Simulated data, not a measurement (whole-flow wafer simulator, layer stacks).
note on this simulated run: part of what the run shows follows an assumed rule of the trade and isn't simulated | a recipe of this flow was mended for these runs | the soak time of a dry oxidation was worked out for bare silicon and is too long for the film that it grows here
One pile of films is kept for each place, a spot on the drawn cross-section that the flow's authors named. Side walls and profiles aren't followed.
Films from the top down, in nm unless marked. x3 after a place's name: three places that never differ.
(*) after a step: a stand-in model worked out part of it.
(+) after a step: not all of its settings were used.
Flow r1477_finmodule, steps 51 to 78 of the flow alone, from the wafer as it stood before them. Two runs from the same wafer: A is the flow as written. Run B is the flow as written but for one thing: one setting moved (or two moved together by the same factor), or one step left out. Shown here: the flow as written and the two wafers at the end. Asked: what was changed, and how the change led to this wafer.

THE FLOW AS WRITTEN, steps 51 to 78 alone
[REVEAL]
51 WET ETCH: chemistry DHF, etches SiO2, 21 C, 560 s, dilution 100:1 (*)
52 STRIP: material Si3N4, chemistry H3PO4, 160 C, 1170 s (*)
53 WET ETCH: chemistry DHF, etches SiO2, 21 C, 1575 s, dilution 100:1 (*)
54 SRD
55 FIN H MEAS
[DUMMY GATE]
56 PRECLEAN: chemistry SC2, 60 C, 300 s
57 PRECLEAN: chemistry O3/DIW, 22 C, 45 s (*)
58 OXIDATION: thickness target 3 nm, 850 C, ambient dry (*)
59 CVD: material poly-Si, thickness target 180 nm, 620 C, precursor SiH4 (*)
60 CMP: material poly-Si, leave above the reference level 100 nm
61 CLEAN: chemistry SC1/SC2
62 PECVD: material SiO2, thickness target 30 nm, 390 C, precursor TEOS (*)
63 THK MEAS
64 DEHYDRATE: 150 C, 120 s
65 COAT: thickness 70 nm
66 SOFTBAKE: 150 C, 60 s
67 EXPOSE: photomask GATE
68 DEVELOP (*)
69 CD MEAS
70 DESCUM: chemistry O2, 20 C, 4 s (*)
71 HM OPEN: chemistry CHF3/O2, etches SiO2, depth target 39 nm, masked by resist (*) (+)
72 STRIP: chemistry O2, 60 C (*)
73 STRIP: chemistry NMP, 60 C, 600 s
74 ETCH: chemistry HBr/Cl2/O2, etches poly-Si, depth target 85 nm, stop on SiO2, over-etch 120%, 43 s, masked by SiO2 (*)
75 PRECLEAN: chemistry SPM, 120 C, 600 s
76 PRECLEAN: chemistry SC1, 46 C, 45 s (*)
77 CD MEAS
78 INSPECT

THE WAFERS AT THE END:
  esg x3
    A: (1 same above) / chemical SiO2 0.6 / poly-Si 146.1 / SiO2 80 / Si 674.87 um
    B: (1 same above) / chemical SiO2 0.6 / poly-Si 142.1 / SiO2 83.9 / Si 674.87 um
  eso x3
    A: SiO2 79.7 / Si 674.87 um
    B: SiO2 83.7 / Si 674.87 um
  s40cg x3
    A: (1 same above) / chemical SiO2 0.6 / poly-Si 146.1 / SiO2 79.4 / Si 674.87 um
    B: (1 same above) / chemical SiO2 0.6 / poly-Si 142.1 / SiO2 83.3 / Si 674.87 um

The cause: step 53, WET ETCH: 1496 s was run, where the flow has 1575 s.

How the change led to this, step by step:
  53 WET ETCH: chemistry DHF, etches SiO2, 21 C, 1575 s, dilution 100:1 (*)
      esg x3, e200sg, s40cg x3, s40sg x3, eso x3, e200so, s40co x3, s40so x3: A SiO2 -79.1 | B SiO2 -75.1
      pad, padg: A SiO2 -85.7 | B SiO2 -81.4
  60 CMP: material poly-Si, leave above the reference level 100 nm
      pad, padg: A poly-Si -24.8 | B poly-Si -29.1
  74 ETCH: chemistry HBr/Cl2/O2, etches poly-Si, depth target 85 nm, stop on SiO2, over-etch 120%, 43 s, masked by SiO2 (*)
      eso x3, e200so, s40co x3, s40so x3: A chemical SiO2 -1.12 (all of it), poly-Si -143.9 (all of it), SiO2 -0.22 | B chemical SiO2 -1.12 (all of it), poly-Si -139.9 (all of it), SiO2 -0.24
      pad: A chemical SiO2 -1.12 (all of it), poly-Si -152.8 (all of it), SiO2 -0.17 | B chemical SiO2 -1.12 (all of it), poly-Si -148.5 (all of it), SiO2 -0.19
